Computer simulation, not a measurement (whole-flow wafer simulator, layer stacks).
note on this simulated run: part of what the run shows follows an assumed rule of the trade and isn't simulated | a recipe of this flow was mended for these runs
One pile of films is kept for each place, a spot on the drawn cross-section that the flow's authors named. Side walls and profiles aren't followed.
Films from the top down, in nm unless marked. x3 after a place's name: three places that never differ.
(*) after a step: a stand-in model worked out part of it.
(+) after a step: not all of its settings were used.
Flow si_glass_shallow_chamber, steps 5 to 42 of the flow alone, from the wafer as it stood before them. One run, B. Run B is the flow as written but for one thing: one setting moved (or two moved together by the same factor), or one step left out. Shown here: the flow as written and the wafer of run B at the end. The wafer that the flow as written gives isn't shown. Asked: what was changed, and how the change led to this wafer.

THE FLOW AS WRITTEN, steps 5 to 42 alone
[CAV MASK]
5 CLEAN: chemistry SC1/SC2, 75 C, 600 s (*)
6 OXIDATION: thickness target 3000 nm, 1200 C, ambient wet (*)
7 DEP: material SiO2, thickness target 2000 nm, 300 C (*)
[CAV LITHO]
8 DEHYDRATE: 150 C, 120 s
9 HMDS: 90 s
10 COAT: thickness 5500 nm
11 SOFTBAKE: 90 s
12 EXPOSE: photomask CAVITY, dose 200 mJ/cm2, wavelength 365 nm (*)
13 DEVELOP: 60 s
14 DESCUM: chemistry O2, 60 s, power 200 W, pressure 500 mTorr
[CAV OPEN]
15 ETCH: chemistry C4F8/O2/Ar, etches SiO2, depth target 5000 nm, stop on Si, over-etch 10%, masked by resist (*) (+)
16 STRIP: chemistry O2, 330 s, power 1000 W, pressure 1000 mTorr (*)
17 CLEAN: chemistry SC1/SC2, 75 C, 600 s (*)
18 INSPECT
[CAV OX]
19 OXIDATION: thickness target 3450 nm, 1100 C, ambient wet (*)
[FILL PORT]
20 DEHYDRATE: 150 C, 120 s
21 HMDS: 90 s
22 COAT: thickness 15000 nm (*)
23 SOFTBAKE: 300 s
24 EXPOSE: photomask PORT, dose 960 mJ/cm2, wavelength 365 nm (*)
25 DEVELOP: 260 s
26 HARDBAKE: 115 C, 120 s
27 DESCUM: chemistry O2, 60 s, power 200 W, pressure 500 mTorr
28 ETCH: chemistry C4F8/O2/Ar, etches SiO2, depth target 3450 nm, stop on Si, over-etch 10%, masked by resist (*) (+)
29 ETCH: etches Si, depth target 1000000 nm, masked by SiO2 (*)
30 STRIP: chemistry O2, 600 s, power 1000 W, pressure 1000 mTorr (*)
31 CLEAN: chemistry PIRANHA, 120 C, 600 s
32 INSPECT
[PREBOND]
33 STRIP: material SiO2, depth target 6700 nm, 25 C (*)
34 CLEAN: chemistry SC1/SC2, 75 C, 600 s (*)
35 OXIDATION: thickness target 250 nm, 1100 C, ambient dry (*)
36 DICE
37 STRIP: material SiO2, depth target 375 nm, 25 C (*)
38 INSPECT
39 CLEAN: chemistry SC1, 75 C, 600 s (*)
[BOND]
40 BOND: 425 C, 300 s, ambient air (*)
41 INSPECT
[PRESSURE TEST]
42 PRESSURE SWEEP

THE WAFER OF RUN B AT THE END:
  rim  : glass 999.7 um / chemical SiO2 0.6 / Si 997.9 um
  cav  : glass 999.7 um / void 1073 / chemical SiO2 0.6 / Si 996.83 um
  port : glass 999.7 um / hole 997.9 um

The cause: step 6, OXIDATION: thickness target 3450 nm was run, where the flow has thickness target 3000 nm.

How the change led to this, step by step:
  6 OXIDATION: thickness target 3000 nm, 1200 C, ambient wet (*)
      rim, ramp, cav, port, septum, ring: SiO2 +3450 (new film), chemical SiO2 -0.6 (all of it), Si -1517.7 (as written it would be: SiO2 +3000 (new film), chemical SiO2 -0.6 (all of it), Si -1319.7)
  15 ETCH: chemistry C4F8/O2/Ar, etches SiO2, depth target 5000 nm, stop on Si, over-etch 10%, masked by resist (*) (+)
      cav, port: SiO2 -5450 (all of it), Si -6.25 (as written it would be: SiO2 -5000 (all of it), Si -62.5)
  19 OXIDATION: thickness target 3450 nm, 1100 C, ambient wet (*)
      rim, ramp, septum, ring: SiO2 +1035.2, Si -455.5 (as written it would be: SiO2 +1110.9, Si -488.8)
  22 COAT: thickness 15000 nm (*)
      rim: thick-i-line-resist +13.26 um (new film) (as written it would be: thick-i-line-resist +13.4 um (new film))
      ramp: thick-i-line-resist +12.7 um (new film) (as written it would be: thick-i-line-resist +12.89 um (new film))
      (and at 4 more places)
  23 SOFTBAKE: 300 s
      rim: thick-i-line-resist -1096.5 (as written it would be: thick-i-line-resist -997)
      ramp: thick-i-line-resist -540.1 (as written it would be: thick-i-line-resist -487.1)
      (and at 4 more places)
  25 DEVELOP: 260 s
      port: thick-i-line-resist -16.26 um (all of it) (as written it would be: thick-i-line-resist -16.16 um (all of it))
  26 HARDBAKE: 115 C, 120 s
      rim, ramp: thick-i-line-resist -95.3 (as written it would be: thick-i-line-resist -98.2)
  29 ETCH: etches Si, depth target 1000000 nm, masked by SiO2 (*)
      rim, ramp: thick-i-line-resist -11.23 um (all of it), SiO2 -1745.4 (as written it would be: thick-i-line-resist -11.47 um (all of it), SiO2 -1617.3)
      port: hole +996.91 um (new film), Si -996.91 um (all of it) (as written it would be: hole +997.05 um (new film), Si -997.05 um (all of it))
      (and at 2 more places)
  30 STRIP: chemistry O2, 600 s, power 1000 W, pressure 1000 mTorr (*)
      cav: thick-i-line-resist -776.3 (all of it) (as written it would be: thick-i-line-resist -669.6 (all of it))
  33 STRIP: material SiO2, depth target 6700 nm, 25 C (*)
      rim, ramp: SiO2 -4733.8 (all of it) (as written it would be: SiO2 -4487.5 (all of it))
      septum: SiO2 -6095.5 (all of it) (as written it would be: SiO2 -5732.1 (all of it))
      (and at 1 more place)
  40 BOND: 425 C, 300 s, ambient air (*)
      cav: glass +999.7 um (new film), void +1073 (new film) (as written it would be: glass +999.7 um (new film), void +1095.9 (new film))
      port: glass +999.7 um (new film), hole +994.3 (as written it would be: glass +999.7 um (new film), hole +1017.3)
